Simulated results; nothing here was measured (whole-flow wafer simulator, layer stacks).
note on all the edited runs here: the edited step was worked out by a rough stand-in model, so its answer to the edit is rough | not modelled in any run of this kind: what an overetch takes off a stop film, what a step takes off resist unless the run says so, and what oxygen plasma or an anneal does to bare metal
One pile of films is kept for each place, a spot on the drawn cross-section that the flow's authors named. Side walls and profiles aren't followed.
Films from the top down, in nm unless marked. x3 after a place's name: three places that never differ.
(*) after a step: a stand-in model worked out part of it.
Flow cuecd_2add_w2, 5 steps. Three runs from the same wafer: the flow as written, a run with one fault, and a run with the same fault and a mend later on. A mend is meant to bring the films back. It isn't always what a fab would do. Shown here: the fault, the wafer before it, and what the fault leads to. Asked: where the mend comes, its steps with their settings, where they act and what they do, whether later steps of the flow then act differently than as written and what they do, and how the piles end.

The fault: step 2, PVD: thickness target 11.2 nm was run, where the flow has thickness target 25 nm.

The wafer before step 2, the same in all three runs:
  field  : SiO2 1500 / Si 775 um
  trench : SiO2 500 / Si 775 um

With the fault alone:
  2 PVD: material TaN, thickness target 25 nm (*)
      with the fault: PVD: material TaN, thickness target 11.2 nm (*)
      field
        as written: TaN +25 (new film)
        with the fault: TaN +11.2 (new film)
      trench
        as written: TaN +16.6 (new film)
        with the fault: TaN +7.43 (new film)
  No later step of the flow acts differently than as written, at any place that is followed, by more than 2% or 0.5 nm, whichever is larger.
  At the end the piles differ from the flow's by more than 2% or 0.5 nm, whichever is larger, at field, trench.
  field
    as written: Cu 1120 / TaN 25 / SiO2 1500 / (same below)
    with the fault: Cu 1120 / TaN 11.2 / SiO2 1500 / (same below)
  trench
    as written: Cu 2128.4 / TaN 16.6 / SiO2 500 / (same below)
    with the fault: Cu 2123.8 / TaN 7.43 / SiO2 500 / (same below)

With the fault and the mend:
  The mend comes after step 2.
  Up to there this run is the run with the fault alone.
  2a PVD: material TaN, thickness target 13.8 nm (*) (the flow's step 2 once more, with other settings)
      field
        TaN +13.8
      trench
        TaN +9.13
  No later step of the flow acts differently than as written at any place that is followed.
  At the end the piles are the same as the flow's at every place that both follow.
